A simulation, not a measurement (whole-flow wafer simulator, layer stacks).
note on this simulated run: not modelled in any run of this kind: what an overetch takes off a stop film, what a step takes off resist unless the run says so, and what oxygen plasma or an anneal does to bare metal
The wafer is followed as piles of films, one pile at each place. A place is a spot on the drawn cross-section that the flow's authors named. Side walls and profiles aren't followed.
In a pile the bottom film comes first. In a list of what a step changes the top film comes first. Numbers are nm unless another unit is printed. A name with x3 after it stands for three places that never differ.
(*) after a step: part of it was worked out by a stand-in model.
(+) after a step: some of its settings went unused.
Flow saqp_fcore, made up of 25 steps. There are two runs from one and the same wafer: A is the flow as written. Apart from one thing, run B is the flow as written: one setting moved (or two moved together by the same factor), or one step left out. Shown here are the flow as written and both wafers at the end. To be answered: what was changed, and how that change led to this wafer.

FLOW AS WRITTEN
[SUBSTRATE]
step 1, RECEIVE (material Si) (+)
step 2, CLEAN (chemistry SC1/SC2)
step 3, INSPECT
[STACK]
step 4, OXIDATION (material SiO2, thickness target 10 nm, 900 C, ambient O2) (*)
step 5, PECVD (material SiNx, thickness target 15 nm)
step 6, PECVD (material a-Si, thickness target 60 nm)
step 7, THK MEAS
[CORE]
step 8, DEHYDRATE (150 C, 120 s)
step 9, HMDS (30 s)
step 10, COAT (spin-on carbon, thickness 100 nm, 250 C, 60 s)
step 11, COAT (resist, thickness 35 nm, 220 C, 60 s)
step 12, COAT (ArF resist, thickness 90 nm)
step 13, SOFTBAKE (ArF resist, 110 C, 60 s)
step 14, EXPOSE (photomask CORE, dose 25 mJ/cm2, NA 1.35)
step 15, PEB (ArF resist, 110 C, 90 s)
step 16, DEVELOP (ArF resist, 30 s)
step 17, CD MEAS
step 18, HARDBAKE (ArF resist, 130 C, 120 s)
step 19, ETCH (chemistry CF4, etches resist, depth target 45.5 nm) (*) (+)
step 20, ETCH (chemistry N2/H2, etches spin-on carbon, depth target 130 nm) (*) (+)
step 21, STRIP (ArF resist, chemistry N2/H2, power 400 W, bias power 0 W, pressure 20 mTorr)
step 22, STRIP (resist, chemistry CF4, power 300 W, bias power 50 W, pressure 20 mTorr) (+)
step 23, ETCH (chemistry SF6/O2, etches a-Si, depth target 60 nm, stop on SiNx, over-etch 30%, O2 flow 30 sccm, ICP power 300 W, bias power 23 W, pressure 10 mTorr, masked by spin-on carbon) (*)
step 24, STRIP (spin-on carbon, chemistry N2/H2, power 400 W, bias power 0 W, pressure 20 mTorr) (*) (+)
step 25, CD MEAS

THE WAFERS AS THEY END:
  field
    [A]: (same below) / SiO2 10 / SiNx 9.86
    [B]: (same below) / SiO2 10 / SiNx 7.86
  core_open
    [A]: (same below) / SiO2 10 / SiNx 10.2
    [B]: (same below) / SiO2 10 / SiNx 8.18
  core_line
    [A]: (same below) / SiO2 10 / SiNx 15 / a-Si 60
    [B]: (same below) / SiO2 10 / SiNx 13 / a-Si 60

The reason: step 5, PECVD: thickness target 13 nm was run, while the flow as written has thickness target 15 nm.
The wafer lets one read it off: core_line has SiNx 13, and step 5 as written asks for 15 nm.

How this came from the change, step by step:
  step 5, PECVD (material SiNx, thickness target 15 nm)
      field, core_open, core_line: A +15 SiNx (new film) | B +13 SiNx (new film)
